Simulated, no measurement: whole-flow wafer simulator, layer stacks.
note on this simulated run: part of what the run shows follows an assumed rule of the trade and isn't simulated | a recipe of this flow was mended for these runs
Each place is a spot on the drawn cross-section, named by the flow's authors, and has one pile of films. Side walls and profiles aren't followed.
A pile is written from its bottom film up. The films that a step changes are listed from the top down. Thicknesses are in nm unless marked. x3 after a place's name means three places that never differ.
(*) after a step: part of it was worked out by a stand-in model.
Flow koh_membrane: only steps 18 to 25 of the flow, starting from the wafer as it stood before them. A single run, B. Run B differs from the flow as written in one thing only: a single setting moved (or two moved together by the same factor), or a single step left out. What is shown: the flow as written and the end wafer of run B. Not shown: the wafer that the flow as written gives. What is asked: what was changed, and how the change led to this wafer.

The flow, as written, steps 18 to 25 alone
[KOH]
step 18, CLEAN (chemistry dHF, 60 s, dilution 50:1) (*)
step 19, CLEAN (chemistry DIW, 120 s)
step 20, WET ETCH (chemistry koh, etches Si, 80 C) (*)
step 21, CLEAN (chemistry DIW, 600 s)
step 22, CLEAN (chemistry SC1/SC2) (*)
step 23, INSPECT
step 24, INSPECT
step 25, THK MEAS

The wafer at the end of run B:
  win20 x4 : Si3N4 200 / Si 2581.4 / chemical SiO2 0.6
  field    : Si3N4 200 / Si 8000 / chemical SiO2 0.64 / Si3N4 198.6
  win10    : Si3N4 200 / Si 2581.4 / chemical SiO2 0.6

Cause: step 20, WET ETCH: 69.3 C was run, while the flow as written has 80 C.

The path from the change to this, step by step:
  step 20, WET ETCH (chemistry koh, etches Si, 80 C) (*)
      win20 x4: Si loses 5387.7 (in the flow as written it would be: Si loses 7969.3 (all of it))
      win10: Si loses 5387.7 (in the flow as written it would be: Si loses 7337.9)
  step 22, CLEAN (chemistry SC1/SC2) (*)
      win20 x4: chemical SiO2 gains 0.6 (new film), Si loses 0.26 (in the flow as written it would be: nothing)
